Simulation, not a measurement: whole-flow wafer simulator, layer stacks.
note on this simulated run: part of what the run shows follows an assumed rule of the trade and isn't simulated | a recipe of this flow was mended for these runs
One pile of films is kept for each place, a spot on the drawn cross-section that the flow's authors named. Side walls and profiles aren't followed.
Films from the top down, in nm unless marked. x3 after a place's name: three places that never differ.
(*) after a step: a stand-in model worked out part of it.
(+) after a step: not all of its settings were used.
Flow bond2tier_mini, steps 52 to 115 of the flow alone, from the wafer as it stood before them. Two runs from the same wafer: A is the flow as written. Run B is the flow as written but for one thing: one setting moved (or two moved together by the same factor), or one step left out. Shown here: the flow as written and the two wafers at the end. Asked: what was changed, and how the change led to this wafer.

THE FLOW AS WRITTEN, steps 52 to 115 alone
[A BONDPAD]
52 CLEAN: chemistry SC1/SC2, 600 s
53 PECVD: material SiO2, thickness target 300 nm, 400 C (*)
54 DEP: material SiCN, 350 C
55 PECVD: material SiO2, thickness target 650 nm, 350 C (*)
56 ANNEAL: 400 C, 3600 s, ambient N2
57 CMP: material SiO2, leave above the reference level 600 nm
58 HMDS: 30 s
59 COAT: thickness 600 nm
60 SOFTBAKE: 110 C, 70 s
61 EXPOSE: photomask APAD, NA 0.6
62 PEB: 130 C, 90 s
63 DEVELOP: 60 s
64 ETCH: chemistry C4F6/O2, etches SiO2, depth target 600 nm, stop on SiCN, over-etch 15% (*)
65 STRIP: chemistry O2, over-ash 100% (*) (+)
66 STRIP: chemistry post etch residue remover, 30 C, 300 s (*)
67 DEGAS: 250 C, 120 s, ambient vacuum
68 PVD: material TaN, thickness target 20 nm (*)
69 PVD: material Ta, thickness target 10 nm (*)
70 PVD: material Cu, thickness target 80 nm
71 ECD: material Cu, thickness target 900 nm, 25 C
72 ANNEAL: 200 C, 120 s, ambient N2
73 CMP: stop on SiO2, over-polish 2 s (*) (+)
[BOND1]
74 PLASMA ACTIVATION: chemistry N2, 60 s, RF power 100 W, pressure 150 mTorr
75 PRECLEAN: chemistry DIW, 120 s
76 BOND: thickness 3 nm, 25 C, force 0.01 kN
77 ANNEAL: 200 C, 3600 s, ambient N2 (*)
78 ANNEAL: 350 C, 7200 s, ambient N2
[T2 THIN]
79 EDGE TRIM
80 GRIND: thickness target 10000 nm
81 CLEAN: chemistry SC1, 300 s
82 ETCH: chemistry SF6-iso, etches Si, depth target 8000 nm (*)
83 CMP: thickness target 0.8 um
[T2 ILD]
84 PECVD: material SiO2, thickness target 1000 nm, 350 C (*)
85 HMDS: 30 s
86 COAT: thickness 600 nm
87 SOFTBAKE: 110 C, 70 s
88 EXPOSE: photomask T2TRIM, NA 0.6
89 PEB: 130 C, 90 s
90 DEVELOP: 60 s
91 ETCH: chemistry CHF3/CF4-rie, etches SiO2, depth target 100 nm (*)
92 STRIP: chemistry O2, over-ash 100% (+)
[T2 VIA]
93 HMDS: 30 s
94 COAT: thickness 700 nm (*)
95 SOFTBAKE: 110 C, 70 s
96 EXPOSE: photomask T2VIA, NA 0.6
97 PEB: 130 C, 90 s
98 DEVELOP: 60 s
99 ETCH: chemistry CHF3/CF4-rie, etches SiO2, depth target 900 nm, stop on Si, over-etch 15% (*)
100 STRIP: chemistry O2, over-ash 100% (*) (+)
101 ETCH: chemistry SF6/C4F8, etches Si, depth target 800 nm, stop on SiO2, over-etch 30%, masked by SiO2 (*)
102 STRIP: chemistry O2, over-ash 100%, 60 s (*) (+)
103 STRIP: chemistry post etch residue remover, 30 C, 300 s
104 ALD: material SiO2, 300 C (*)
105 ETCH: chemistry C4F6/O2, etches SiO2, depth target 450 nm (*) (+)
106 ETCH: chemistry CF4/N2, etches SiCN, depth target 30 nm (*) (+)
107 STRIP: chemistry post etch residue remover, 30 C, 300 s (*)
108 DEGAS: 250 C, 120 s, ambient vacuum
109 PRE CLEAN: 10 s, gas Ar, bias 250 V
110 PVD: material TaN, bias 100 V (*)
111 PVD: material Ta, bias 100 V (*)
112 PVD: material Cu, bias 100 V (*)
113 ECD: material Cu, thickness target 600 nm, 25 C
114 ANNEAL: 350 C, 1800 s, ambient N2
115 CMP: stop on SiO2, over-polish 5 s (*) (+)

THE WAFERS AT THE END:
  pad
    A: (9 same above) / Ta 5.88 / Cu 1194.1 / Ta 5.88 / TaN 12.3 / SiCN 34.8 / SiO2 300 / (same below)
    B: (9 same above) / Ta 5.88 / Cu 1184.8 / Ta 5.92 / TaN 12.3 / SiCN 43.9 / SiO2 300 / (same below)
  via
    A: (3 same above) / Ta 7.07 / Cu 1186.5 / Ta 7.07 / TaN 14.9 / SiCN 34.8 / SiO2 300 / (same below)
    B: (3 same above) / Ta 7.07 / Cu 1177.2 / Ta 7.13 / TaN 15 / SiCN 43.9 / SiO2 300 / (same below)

The cause: step 64, ETCH: over-etch 6% was run, where the flow has over-etch 15%.

How the change led to this, step by step:
  64 ETCH: chemistry C4F6/O2, etches SiO2, depth target 600 nm, stop on SiCN, over-etch 15% (*)
      pad, via: A SiO2 -600 (all of it), SiCN -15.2 | B SiO2 -600 (all of it), SiCN -6.07
      field: A thick-KrF-resist -115 | B thick-KrF-resist -106
